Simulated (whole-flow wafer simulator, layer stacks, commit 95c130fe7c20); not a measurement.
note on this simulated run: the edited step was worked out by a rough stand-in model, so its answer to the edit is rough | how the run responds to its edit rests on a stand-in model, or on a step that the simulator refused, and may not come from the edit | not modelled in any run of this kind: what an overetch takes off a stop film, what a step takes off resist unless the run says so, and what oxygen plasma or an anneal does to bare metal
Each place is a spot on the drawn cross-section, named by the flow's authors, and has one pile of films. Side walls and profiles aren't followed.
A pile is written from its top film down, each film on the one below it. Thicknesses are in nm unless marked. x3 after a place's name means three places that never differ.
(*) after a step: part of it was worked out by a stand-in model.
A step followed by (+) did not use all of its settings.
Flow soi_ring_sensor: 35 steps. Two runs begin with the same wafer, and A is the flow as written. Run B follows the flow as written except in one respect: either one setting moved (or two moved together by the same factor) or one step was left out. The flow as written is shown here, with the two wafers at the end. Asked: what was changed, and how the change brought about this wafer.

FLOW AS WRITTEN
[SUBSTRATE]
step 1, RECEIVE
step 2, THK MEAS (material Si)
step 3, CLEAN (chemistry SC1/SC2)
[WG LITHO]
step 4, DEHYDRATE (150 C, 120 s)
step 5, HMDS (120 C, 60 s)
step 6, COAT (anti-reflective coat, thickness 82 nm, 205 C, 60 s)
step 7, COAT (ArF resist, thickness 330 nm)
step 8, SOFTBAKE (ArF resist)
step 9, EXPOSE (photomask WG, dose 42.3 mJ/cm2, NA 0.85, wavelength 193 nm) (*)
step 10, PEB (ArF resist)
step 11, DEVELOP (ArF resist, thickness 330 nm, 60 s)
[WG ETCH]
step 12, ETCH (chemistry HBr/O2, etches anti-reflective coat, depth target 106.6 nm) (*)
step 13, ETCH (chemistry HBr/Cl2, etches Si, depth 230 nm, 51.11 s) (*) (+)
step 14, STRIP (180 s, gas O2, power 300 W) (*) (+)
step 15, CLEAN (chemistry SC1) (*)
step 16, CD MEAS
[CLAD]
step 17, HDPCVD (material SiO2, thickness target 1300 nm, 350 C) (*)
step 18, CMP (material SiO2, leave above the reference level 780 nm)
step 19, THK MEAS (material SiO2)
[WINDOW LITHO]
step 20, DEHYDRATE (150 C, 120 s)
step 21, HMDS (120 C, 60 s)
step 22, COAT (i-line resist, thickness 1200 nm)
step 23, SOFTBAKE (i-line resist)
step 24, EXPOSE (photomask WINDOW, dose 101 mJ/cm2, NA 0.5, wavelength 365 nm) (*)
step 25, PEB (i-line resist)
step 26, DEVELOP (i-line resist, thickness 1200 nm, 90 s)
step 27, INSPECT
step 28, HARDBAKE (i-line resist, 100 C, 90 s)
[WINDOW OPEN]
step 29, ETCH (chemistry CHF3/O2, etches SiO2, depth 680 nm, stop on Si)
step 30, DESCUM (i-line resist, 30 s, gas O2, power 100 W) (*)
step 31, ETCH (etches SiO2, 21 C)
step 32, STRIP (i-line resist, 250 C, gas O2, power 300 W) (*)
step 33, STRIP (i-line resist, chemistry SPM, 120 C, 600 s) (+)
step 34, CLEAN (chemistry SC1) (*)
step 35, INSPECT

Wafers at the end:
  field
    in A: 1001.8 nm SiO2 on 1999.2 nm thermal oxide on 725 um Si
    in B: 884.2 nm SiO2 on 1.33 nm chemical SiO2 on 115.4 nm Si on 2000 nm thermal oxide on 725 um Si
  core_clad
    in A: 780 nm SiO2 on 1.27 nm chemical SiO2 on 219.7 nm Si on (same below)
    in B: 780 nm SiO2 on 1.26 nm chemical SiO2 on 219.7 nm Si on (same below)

What caused this: step 13, ETCH: depth 104 nm was run, whereas the flow has depth 230 nm; step 13, ETCH: 23 s was run, where the flow has 51.11 s.

Step by step, how the change led to this:
  step 13, ETCH (chemistry HBr/Cl2, etches Si, depth 230 nm, 51.11 s) (*) (+)
      gap, window, field, gap_clad: A -220 Si (all of it), -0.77 thermal oxide | B -104 Si
      core, core_clad: A -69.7 ArF resist | B -31.4 ArF resist
  step 14, STRIP (180 s, gas O2, power 300 W) (*) (+)
      gap, window, field, gap_clad: A nothing | B +1.33 chemical SiO2 (new film), -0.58 Si
      core, core_clad: A -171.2 ArF resist (all of it), -82 anti-reflective coat (all of it), +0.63 chemical SiO2, -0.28 Si | B -209.5 ArF resist (all of it), -82 anti-reflective coat (all of it), +0.62 chemical SiO2, -0.27 Si
  step 18, CMP (material SiO2, leave above the reference level 780 nm)
      gap, window, field, gap_clad: A -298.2 SiO2 | B -415.8 SiO2
